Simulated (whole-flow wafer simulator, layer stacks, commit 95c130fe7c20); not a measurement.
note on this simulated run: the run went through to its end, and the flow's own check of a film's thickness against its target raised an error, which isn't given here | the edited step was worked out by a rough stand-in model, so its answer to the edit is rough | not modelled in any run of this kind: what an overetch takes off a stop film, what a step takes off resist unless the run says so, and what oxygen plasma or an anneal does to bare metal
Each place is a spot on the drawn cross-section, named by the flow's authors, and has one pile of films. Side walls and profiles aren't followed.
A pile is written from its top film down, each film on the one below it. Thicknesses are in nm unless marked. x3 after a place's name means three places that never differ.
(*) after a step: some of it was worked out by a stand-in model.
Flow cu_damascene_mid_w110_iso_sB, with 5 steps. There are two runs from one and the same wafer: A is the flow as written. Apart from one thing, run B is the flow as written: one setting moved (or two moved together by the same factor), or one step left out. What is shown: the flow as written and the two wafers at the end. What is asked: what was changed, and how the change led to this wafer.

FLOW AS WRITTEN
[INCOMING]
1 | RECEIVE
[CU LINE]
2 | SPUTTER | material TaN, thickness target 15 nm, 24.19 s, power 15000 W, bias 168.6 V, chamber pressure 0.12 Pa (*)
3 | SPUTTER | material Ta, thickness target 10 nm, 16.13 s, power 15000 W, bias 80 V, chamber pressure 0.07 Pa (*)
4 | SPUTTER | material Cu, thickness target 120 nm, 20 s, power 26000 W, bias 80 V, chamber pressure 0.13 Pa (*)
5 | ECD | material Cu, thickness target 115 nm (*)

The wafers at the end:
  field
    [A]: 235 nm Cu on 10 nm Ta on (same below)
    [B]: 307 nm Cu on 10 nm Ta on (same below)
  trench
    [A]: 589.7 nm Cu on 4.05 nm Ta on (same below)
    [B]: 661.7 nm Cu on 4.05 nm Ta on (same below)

What caused this: step 4, SPUTTER: 32 s was run, while the flow as written has 20 s.

The path from the change to this, step by step:
  4 | SPUTTER | material Cu, thickness target 120 nm, 20 s, power 26000 W, bias 80 V, chamber pressure 0.13 Pa (*)
      field: A +120 Cu (new film) | B +192 Cu (new film)
      trench: A +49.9 Cu (new film) | B +79.9 Cu (new film)
  5 | ECD | material Cu, thickness target 115 nm (*)
      trench: A +539.8 Cu | B +581.8 Cu
